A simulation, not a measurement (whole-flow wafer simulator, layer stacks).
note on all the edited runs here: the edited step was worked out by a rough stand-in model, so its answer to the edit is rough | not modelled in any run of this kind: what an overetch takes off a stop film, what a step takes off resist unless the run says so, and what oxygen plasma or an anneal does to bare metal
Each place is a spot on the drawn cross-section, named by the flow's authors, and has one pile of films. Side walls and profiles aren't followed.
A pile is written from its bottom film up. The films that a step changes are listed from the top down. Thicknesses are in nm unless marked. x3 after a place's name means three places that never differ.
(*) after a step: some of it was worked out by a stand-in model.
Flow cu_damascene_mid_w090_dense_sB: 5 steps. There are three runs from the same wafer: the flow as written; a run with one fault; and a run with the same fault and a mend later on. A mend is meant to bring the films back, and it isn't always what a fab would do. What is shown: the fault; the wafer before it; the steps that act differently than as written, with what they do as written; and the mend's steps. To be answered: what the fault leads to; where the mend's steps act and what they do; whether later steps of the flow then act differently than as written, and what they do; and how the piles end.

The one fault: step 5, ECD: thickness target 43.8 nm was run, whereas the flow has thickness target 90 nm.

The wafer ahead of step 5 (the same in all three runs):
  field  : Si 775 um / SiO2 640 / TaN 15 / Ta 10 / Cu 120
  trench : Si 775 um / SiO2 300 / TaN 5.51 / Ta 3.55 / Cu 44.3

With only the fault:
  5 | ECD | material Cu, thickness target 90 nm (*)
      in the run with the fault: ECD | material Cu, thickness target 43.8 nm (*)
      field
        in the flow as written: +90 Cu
        in the run with the fault: +43.8 Cu
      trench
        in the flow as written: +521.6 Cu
        in the run with the fault: +475.4 Cu
  Every later step of the flow that is run acts as written at every place that is followed.
  By the end, the piles at field, trench depart from the flow's by more than 2% or 0.5 nm, whichever is larger.
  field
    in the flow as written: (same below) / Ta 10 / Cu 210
    in the run with the fault: (same below) / Ta 10 / Cu 163.8
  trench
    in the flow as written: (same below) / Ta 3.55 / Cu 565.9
    in the run with the fault: (same below) / Ta 3.55 / Cu 519.7

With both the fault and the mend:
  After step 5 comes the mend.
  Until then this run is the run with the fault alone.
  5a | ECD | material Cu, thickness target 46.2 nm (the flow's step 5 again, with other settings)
      field, trench
        +46.2 Cu
  Every later step of the flow that is run acts as written at every place that is followed.
  At every place that both follow, the piles at the end match the flow's.
